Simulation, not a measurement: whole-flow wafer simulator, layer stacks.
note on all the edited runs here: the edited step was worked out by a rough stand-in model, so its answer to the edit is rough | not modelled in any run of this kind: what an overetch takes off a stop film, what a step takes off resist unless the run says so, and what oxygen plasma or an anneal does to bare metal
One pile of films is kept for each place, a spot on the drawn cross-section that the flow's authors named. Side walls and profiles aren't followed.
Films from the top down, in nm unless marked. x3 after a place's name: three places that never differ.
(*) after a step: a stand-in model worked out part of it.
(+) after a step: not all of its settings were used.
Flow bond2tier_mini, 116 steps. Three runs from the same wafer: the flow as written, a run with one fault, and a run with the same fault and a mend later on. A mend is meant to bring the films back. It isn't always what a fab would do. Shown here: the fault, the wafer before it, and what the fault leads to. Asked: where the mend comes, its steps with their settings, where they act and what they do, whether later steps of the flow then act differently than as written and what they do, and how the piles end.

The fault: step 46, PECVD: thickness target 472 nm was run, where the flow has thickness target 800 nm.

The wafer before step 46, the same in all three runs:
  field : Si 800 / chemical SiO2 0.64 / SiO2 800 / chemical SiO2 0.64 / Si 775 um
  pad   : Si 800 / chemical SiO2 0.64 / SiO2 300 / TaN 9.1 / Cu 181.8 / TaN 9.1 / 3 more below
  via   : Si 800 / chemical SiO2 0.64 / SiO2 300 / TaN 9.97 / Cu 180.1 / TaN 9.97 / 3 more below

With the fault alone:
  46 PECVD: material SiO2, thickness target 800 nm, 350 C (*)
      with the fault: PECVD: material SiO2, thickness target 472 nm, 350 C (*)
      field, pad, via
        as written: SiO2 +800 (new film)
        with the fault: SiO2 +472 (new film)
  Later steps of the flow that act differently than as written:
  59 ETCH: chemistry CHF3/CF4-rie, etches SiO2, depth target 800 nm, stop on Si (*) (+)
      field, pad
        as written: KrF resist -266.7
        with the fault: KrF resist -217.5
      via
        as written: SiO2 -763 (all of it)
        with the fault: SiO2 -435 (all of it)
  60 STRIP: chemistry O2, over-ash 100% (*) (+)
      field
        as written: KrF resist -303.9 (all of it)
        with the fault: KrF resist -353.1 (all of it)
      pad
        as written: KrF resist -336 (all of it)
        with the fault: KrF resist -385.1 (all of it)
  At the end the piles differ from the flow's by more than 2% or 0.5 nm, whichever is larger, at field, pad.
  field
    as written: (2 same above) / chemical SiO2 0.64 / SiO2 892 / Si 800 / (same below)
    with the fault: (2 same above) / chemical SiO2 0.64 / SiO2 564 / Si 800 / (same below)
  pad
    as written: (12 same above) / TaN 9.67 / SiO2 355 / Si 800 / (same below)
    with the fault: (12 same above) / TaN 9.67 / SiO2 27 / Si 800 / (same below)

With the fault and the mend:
  The mend comes after step 46.
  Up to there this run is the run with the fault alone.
  46a PECVD: material SiO2, thickness target 328 nm, 350 C (*) (the flow's step 46 once more, with other settings)
      field, pad, via
        SiO2 +328
  No later step of the flow acts differently than as written at any place that is followed.
  At the end the piles are the same as the flow's at every place that both follow.
